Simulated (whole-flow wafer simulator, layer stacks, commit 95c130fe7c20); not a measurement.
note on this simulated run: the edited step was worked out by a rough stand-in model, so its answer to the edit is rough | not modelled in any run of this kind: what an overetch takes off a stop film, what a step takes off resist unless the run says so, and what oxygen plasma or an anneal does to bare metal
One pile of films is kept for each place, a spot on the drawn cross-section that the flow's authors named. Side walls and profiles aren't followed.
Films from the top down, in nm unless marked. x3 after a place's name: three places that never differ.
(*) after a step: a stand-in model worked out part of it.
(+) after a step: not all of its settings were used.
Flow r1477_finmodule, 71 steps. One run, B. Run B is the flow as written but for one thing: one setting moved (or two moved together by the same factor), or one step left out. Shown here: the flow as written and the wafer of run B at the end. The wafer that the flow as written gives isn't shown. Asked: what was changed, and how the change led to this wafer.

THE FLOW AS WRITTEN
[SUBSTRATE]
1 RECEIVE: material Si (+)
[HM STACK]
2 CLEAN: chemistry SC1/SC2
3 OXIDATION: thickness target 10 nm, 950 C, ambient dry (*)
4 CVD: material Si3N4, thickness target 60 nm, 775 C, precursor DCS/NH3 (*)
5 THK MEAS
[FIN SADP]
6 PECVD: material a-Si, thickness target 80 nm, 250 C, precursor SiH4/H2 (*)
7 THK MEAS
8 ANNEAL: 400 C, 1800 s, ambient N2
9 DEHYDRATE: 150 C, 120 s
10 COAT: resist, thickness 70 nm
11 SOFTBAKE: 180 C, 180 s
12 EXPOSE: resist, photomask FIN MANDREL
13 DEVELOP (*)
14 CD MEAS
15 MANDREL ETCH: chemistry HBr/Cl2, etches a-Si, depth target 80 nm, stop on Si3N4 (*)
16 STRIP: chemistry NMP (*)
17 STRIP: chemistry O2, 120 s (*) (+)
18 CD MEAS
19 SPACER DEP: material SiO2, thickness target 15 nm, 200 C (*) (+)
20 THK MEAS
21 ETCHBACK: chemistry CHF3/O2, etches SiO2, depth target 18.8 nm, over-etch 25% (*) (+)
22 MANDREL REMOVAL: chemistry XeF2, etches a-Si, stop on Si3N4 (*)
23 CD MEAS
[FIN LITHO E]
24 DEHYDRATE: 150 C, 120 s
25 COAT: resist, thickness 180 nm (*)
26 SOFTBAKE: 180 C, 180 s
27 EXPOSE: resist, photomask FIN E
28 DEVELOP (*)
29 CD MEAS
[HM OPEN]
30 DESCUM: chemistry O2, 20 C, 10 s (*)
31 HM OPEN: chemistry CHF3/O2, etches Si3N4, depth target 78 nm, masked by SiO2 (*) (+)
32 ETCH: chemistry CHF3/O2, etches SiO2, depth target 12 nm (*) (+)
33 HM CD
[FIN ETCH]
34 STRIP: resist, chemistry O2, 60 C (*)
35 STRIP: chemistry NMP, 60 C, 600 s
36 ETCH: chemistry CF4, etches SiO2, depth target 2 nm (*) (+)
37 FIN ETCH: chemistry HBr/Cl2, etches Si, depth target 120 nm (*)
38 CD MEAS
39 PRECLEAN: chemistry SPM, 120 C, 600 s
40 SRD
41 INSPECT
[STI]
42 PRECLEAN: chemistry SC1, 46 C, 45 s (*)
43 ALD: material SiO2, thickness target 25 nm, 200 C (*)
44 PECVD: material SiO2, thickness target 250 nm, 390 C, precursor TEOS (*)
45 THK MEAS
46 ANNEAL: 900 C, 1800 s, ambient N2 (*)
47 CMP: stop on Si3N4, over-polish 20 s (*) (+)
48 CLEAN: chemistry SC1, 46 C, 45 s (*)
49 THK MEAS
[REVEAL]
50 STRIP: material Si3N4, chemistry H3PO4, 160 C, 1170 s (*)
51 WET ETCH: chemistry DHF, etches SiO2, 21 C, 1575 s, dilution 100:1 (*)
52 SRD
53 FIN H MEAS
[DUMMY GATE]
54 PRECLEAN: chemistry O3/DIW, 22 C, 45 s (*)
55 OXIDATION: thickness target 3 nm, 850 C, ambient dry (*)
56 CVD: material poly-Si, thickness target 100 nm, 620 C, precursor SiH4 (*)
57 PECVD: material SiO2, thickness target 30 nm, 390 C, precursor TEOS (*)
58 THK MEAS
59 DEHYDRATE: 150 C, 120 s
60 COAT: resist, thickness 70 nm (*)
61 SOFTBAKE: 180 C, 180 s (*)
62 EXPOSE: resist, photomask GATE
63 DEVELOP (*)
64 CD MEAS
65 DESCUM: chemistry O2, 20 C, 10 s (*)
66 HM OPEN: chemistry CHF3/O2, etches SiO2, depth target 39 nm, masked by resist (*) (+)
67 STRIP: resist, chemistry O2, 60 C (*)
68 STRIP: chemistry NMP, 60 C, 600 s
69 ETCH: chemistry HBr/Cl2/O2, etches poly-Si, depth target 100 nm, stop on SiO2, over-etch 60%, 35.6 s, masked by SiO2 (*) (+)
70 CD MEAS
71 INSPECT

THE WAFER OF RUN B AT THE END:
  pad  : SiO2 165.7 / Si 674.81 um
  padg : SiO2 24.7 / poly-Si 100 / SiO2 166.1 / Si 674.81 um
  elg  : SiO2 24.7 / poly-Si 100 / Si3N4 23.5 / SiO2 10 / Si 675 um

The cause: step 37, FIN ETCH: depth target 183 nm was run, where the flow has depth target 120 nm.

How the change led to this, step by step:
  37 FIN ETCH: chemistry HBr/Cl2, etches Si, depth target 120 nm (*)
      pad, padg, esg and 19 more: Si -183 (as written it would be: Si -120)
      elg, e40lg, e100lg, e200lg, elo, e40lo, e100lo, e200lo: Si3N4 -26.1 (as written it would be: Si3N4 -17.1)
      (and at 6 more places)
  43 ALD: material SiO2, thickness target 25 nm, 200 C (*)
      s40cg, s45cg, s50cg, s40co, s45co, s50co: SiO2 +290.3 (new film) (as written it would be: SiO2 +232.1 (new film))
      esg: SiO2 +248.3 (new film) (as written it would be: SiO2 +194.3 (new film))
  47 CMP: stop on Si3N4, over-polish 20 s (*) (+)
      pad, padg, e40sg and 11 more: SiO2 -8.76 (as written it would be: SiO2 -71.8)
      elg, esg, e40lg and 6 more: SiO2 -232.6 (as written it would be: SiO2 -241.6)
      (and at 1 more place)
  51 WET ETCH: chemistry DHF, etches SiO2, 21 C, 1575 s, dilution 100:1 (*)
      elg, e40lg, e100lg, e200lg, elo, e40lo, e100lo, e200lo: SiO2 -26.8 (all of it), Si3N4 -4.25 (as written it would be: SiO2 -17.8 (all of it), Si3N4 -4.97)
  56 CVD: material poly-Si, thickness target 100 nm, 620 C, precursor SiH4 (*)
      esg: poly-Si +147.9 (new film) (as written it would be: poly-Si +156 (new film))
  60 COAT: resist, thickness 70 nm (*)
      e40sg, eso, e40so: resist +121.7 (new film) (as written it would be: resist +129.5 (new film))
      e100sg, e100so: resist +121.6 (new film) (as written it would be: resist +129.4 (new film))
      (and at 2 more places)
  63 DEVELOP (*)
      eso, e40so: resist -121.7 (all of it) (as written it would be: resist -129.5 (all of it))
      e100so: resist -121.6 (all of it) (as written it would be: resist -129.4 (all of it))
      (and at 1 more place)
  67 STRIP: resist, chemistry O2, 60 C (*)
      e40sg: resist -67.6 (all of it) (as written it would be: resist -75.4 (all of it))
      e100sg: resist -67.5 (all of it) (as written it would be: resist -75.3 (all of it))
      (and at 1 more place)
